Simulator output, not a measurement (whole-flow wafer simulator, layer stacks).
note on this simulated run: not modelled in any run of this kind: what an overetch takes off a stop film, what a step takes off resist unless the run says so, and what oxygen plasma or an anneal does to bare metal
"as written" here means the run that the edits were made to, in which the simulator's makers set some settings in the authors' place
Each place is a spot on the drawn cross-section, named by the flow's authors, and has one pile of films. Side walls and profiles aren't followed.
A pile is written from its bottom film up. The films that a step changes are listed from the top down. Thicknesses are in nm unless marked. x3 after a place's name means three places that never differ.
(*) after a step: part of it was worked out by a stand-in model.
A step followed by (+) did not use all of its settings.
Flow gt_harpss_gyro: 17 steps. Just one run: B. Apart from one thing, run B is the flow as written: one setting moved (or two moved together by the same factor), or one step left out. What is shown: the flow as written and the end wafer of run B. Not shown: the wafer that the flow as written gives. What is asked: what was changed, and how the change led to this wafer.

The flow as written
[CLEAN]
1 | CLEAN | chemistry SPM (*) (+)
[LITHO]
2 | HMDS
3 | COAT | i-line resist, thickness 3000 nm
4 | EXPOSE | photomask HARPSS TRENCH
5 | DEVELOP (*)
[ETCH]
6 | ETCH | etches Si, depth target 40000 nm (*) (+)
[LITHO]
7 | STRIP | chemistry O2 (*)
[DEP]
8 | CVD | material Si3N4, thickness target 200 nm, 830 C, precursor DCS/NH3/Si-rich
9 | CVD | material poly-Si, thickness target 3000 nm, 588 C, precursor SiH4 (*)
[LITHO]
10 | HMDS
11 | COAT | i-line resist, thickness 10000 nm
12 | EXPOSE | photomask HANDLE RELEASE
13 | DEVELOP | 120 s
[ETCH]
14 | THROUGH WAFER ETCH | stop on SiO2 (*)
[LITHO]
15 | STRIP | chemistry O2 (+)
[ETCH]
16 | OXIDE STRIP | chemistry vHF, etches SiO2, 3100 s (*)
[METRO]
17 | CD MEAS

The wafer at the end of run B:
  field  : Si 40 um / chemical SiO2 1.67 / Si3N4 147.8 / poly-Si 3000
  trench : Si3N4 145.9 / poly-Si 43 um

The reason: step 8, CVD: 798 C was run, though the flow has 830 C.

The path from the change to this, step by step:
  8 | CVD | material Si3N4, thickness target 200 nm, 830 C, precursor DCS/NH3/Si-rich
      field: Si3N4 gains 147.8 (new film) (it would be, as written: Si3N4 gains 200 (new film))
      trench: Si3N4 gains 145.9 (new film) (it would be, as written: Si3N4 gains 195.9 (new film))
  9 | CVD | material poly-Si, thickness target 3000 nm, 588 C, precursor SiH4 (*)
      trench: poly-Si gains 43 um (new film) (it would be, as written: poly-Si gains 43.01 um (new film))
